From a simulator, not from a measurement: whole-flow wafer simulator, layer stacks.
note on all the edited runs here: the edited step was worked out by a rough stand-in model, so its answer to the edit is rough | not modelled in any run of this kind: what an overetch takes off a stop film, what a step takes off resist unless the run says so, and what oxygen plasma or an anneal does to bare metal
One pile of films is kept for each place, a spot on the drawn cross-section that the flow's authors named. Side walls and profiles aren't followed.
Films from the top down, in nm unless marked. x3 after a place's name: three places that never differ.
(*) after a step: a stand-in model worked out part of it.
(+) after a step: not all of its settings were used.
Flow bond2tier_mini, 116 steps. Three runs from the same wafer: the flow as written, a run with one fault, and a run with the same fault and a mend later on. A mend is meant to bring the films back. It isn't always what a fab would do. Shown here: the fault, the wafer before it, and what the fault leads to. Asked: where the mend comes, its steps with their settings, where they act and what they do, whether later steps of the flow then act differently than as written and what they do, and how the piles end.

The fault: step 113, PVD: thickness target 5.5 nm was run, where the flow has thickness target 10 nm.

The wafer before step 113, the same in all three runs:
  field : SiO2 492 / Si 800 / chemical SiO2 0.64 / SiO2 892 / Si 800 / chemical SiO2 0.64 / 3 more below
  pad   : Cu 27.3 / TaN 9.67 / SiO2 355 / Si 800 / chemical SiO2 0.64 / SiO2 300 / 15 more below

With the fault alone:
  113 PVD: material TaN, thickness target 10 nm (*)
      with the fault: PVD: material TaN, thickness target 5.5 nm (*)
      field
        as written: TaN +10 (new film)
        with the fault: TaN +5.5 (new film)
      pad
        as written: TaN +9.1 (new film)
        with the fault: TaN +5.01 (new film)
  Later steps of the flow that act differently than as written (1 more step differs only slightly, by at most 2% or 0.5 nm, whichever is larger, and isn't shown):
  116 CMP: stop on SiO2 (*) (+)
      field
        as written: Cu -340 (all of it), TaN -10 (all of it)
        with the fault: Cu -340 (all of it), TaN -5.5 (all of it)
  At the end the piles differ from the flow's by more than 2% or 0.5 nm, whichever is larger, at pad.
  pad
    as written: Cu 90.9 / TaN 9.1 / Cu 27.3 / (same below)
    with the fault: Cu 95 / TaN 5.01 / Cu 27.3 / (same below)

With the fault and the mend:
  The mend comes after step 113.
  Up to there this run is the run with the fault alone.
  113a PVD: material TaN, thickness target 4.5 nm (*) (the flow's step 113 once more, with other settings)
      field
        TaN +4.5
      pad
        TaN +4.09
  No later step of the flow acts differently than as written at any place that is followed.
  At the end the piles are the same as the flow's at every place that both follow.
